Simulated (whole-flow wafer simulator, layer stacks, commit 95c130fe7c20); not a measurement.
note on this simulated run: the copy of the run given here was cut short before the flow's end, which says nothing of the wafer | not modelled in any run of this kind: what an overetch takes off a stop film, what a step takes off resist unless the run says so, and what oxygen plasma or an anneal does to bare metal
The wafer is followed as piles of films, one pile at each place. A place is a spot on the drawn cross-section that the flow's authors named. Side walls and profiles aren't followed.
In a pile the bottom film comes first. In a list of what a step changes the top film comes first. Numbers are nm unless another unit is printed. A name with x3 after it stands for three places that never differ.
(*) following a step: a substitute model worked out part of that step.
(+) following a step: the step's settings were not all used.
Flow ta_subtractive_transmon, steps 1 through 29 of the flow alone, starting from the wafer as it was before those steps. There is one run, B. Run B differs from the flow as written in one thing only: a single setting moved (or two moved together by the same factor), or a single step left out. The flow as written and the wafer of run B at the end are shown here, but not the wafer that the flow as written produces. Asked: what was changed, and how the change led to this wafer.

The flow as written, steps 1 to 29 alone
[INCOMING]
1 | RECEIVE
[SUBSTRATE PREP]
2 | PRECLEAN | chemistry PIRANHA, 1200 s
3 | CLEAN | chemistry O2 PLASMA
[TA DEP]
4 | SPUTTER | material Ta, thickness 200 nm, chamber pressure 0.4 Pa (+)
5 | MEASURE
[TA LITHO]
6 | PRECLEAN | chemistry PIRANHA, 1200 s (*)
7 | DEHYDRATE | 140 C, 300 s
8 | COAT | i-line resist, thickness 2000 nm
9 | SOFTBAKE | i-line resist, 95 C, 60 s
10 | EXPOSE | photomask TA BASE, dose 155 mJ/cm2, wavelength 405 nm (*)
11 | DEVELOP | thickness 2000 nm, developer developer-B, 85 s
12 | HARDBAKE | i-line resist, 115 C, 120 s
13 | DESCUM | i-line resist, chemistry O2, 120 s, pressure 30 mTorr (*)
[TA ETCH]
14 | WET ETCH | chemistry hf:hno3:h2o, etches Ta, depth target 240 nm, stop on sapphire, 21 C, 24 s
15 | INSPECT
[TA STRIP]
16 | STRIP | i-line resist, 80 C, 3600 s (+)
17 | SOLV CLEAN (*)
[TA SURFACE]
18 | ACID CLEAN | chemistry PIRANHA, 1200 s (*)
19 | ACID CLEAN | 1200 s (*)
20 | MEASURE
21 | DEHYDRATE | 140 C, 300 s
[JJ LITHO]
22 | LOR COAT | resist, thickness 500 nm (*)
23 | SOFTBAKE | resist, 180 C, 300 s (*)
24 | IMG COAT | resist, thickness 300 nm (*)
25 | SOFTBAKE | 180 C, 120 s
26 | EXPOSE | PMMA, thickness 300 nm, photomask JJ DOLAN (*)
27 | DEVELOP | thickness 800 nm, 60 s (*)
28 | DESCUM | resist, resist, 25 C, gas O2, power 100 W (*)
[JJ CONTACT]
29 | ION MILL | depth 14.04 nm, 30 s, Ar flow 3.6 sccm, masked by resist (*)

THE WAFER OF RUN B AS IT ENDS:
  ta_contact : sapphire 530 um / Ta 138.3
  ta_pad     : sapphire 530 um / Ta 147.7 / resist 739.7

Cause: step 4, SPUTTER: thickness 148 nm was run, whereas the flow has thickness 200 nm.

How this came from the change, step by step:
  4 | SPUTTER | material Ta, thickness 200 nm, chamber pressure 0.4 Pa (+)
      field x2, jj_line, lead, ta_contact, ta_pad: +148 Ta (new film) (in the flow as written it would be: +200 Ta (new film))
  14 | WET ETCH | chemistry hf:hno3:h2o, etches Ta, depth target 240 nm, stop on sapphire, 21 C, 24 s
      field x2, jj_line, lead: -148 Ta (all of it) (in the flow as written it would be: -200 Ta (all of it))
  22 | LOR COAT | resist, thickness 500 nm (*)
      lead: +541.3 resist (new film) (in the flow as written it would be: +554.8 resist (new film))
      ta_contact: +457.4 resist (new film) (in the flow as written it would be: +443.8 resist (new film))
  27 | DEVELOP | thickness 800 nm, 60 s (*)
      ta_contact: -748.2 resist (all of it) (in the flow as written it would be: -731.2 resist (all of it))
